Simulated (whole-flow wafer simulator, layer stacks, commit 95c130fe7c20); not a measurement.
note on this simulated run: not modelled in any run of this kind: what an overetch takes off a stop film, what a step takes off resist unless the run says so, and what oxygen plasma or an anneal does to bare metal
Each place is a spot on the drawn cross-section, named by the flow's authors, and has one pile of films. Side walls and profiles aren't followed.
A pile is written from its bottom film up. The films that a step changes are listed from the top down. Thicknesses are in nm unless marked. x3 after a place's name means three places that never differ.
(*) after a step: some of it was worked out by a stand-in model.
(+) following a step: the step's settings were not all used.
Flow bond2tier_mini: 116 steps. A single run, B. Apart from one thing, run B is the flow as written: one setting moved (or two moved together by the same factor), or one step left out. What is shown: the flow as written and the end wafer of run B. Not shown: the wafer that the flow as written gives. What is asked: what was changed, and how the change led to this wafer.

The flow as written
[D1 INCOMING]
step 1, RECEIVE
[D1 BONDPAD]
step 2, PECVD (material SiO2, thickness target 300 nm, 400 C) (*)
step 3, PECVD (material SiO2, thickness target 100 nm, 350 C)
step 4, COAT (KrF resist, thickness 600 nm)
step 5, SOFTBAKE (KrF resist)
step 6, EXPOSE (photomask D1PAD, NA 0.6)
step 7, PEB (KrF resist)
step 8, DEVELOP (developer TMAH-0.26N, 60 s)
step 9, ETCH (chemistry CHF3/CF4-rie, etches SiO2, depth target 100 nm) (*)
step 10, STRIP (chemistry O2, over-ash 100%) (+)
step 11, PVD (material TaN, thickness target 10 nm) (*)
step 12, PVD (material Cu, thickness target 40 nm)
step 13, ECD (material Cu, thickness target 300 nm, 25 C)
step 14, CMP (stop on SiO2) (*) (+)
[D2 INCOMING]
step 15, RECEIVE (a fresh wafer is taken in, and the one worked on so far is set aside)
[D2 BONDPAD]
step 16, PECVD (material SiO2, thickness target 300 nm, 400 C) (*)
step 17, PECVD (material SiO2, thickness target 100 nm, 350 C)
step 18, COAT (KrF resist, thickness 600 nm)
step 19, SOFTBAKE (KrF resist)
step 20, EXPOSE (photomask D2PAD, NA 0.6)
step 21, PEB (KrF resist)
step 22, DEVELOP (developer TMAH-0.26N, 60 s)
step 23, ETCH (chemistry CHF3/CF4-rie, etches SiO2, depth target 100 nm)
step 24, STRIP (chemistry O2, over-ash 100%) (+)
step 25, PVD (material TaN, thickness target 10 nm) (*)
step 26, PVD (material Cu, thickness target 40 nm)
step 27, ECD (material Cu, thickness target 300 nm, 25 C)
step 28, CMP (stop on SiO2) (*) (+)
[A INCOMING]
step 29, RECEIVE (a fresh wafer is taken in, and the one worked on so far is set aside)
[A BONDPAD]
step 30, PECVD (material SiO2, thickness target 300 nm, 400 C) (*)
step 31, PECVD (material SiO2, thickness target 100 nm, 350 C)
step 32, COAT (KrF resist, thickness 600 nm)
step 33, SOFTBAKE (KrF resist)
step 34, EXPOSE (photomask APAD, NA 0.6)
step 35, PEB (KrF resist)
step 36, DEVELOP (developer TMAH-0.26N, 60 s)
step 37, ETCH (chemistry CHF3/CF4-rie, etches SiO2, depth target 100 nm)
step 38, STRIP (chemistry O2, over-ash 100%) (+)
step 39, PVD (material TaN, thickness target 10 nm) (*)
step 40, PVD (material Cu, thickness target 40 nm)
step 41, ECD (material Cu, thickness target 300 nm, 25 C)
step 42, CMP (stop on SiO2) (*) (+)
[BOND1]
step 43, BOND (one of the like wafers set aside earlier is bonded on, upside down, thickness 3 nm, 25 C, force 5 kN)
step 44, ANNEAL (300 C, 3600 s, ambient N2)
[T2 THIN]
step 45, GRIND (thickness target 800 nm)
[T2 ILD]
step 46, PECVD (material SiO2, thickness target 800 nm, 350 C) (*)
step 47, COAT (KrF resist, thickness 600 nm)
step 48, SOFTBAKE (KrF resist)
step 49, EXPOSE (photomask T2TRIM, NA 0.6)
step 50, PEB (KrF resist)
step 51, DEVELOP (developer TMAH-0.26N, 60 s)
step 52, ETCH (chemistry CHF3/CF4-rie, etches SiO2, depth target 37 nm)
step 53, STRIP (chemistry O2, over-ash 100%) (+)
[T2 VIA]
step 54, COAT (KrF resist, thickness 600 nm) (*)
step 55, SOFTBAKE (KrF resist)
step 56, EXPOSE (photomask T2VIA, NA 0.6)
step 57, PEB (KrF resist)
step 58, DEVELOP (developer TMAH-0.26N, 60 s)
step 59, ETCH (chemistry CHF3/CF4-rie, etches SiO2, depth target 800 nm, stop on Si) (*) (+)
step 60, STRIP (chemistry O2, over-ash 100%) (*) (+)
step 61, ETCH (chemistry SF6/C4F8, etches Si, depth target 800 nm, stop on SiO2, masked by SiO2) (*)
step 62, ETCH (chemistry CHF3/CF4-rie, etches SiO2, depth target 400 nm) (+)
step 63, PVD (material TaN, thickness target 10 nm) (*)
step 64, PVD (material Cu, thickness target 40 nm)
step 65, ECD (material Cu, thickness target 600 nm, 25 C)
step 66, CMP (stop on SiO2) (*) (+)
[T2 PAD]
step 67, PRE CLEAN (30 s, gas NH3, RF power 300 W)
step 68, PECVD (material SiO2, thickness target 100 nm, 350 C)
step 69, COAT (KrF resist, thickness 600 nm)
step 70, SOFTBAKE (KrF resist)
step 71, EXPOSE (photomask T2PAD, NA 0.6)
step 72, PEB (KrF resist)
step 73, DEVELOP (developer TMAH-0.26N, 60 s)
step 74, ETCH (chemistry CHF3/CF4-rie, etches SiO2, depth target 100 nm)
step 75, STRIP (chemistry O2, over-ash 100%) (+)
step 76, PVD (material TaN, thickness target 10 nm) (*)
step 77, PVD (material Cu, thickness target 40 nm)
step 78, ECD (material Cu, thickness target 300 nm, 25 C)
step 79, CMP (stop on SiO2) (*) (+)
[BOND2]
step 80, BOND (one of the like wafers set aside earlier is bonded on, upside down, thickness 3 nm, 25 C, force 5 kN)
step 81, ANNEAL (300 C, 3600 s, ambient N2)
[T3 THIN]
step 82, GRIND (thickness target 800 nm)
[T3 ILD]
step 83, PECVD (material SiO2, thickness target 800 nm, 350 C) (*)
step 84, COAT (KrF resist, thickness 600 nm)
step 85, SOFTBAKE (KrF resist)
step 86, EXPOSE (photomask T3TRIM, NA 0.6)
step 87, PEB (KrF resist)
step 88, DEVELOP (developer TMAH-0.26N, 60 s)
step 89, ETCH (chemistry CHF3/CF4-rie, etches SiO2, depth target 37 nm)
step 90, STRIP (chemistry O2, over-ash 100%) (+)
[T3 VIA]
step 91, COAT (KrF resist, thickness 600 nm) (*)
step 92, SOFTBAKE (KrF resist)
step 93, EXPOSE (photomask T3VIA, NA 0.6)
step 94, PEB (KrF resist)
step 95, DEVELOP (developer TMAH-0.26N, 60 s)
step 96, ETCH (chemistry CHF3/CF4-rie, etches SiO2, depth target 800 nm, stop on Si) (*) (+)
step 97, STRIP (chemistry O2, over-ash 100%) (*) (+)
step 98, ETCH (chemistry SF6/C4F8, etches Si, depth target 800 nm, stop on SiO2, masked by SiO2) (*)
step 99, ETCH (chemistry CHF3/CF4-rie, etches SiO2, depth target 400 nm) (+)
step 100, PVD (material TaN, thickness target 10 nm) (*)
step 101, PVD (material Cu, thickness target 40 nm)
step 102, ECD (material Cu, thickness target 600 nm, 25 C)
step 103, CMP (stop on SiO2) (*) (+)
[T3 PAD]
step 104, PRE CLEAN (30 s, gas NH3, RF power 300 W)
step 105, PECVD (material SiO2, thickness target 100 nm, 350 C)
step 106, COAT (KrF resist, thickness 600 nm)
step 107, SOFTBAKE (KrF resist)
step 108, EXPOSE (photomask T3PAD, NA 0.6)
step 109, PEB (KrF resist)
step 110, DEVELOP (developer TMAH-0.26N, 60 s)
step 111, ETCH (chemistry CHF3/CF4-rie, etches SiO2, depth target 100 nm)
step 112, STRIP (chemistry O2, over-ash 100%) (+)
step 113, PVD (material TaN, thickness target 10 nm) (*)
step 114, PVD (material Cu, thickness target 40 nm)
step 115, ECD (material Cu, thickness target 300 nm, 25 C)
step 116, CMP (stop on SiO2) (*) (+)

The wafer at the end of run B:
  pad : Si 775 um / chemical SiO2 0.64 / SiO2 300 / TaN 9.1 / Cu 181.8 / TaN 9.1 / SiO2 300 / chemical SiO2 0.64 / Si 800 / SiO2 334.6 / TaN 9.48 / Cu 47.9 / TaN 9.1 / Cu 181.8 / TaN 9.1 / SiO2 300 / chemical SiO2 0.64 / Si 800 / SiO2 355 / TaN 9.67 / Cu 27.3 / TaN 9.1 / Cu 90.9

The reason: step 52, ETCH: depth target 57.4 nm was run, whereas the flow has depth target 37 nm.

How this came from the change, step by step:
  step 52, ETCH (chemistry CHF3/CF4-rie, etches SiO2, depth target 37 nm)
      pad, via: SiO2 loses 57.4 (as written it would have been: SiO2 loses 37)
      field: KrF resist loses 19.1 (as written it would have been: KrF resist loses 12.3)
  step 59, ETCH (chemistry CHF3/CF4-rie, etches SiO2, depth target 800 nm, stop on Si) (*) (+)
      via: SiO2 loses 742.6 (all of it) (as written it would have been: SiO2 loses 763 (all of it))
  step 60, STRIP (chemistry O2, over-ash 100%) (*) (+)
      field: KrF resist loses 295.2 (all of it) (as written it would have been: KrF resist loses 303.9 (all of it))
      pad: KrF resist loses 345 (all of it) (as written it would have been: KrF resist loses 336 (all of it))
  step 64, PVD (material Cu, thickness target 40 nm)
      pad: Cu gains 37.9 (new film) (as written it would have been: Cu gains 38.7 (new film))
  step 65, ECD (material Cu, thickness target 600 nm, 25 C)
      pad: Cu gains 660 (as written it would have been: Cu gains 638.7)
